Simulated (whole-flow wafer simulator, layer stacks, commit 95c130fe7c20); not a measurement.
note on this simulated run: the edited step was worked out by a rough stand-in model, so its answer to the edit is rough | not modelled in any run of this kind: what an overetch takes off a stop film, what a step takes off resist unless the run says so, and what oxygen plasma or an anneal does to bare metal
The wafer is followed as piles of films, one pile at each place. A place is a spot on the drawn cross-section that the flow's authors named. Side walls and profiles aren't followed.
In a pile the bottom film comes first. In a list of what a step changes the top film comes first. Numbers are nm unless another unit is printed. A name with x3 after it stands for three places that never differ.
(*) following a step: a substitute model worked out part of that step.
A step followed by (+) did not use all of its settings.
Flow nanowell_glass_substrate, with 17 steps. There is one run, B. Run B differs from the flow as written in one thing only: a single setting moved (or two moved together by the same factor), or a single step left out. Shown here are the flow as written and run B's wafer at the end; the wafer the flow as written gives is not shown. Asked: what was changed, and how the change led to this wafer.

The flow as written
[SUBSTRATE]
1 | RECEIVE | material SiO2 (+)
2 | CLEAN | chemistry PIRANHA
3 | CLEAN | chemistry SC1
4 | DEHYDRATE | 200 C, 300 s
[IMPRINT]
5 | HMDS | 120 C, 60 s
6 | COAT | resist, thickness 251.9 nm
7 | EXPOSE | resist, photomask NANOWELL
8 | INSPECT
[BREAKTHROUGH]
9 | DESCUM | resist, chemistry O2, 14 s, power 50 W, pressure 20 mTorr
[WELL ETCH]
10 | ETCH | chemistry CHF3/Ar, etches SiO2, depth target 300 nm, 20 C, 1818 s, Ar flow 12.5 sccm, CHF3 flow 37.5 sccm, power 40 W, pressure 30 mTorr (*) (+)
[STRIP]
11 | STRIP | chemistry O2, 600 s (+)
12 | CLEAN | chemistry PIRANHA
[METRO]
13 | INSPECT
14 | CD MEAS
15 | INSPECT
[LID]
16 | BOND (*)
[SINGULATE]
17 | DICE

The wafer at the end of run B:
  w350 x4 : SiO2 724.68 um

What caused this: step 10, ETCH: depth target 315 nm was run, though the flow has depth target 300 nm; step 10, ETCH: 1909 s was run, where the flow has 1818 s.

The path from the change to this, step by step:
  10 | ETCH | chemistry CHF3/Ar, etches SiO2, depth target 300 nm, 20 C, 1818 s, Ar flow 12.5 sccm, CHF3 flow 37.5 sccm, power 40 W, pressure 30 mTorr (*) (+)
      w350 x4: -315 SiO2 (in the flow as written it would be: -300 SiO2)
      land: -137 resist (in the flow as written it would be: -130.4 resist)
  11 | STRIP | chemistry O2, 600 s (+)
      land: -119.4 resist (all of it) (in the flow as written it would be: -125.9 resist (all of it))
